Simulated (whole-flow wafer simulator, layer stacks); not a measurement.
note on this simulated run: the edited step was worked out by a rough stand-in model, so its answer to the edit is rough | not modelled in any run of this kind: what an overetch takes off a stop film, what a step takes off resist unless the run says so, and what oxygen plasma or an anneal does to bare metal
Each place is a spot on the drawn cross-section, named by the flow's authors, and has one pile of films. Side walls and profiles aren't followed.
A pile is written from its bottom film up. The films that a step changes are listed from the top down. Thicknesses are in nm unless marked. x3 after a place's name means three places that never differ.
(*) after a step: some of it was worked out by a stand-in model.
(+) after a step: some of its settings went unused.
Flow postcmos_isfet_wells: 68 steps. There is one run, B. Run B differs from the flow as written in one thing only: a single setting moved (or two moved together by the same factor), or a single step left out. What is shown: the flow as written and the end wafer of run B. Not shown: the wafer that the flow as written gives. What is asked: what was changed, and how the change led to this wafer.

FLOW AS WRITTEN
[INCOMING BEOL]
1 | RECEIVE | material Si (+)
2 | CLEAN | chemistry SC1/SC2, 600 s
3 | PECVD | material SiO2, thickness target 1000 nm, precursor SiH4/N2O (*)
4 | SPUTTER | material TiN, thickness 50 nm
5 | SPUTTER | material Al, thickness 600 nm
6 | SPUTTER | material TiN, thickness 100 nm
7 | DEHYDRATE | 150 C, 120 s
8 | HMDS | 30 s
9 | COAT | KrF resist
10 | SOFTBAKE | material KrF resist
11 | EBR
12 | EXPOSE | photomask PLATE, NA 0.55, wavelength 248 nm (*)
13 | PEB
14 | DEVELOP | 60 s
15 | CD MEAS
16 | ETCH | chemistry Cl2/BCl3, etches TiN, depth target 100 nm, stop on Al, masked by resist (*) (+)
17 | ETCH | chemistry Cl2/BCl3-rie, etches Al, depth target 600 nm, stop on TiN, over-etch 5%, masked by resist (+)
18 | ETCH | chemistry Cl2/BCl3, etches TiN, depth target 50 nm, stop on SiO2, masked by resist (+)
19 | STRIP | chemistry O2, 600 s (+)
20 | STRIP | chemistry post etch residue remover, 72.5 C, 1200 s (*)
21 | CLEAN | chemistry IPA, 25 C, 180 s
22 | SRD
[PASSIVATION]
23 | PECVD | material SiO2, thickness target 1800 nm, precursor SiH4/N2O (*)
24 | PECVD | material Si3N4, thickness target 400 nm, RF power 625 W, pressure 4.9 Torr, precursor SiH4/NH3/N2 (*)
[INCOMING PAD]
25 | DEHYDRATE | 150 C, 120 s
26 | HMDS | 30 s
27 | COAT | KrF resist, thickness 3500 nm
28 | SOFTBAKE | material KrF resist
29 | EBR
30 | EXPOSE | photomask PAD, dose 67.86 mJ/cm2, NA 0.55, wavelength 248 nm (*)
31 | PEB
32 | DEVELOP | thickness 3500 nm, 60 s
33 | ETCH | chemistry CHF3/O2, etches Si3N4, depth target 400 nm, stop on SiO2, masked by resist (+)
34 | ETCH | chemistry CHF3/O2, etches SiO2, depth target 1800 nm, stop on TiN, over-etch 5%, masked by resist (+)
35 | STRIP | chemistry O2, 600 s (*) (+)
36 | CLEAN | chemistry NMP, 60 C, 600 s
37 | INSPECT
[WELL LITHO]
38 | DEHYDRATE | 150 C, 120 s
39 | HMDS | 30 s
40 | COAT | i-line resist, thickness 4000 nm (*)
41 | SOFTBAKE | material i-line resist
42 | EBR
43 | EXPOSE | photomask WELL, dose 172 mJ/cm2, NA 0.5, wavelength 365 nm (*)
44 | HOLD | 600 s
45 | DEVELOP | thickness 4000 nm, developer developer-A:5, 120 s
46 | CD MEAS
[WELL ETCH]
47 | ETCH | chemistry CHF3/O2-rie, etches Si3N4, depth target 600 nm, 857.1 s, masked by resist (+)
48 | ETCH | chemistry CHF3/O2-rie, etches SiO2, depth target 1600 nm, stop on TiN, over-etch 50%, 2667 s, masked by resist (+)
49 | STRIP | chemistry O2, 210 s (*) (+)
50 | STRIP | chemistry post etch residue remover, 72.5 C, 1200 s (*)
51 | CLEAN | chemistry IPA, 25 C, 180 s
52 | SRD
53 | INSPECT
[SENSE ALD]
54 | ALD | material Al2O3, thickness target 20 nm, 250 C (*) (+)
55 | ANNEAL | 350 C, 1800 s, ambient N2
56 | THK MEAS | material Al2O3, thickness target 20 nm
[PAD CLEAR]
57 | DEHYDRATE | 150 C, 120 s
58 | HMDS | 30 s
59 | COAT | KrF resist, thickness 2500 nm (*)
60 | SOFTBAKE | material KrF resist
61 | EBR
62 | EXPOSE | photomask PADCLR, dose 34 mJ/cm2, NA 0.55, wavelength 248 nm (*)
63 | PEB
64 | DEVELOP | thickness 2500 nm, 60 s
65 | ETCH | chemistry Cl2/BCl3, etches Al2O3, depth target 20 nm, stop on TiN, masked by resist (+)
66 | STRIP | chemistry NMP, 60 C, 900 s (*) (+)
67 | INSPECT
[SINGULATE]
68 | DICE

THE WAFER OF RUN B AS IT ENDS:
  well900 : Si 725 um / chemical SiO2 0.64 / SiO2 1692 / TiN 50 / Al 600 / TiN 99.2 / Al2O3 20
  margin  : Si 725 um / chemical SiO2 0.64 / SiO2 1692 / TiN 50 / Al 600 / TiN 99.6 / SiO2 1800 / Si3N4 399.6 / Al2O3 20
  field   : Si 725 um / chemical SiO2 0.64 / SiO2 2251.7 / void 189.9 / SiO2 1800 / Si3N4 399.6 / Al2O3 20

What caused this: step 3, PECVD: thickness target 1692 nm was run, whereas the flow has thickness target 1000 nm.
The wafer lets one read it off: well900 has SiO2 1692, and step 3 as written asks for 1000 nm.

The path from the change to this, step by step:
  3 | PECVD | material SiO2, thickness target 1000 nm, precursor SiH4/N2O (*)
      field, margin, well900, well1300 x3, pad_rim, pad_clr, pad_open: SiO2 gains 1692 (new film) (in the flow as written it would be: SiO2 gains 1000 (new film))
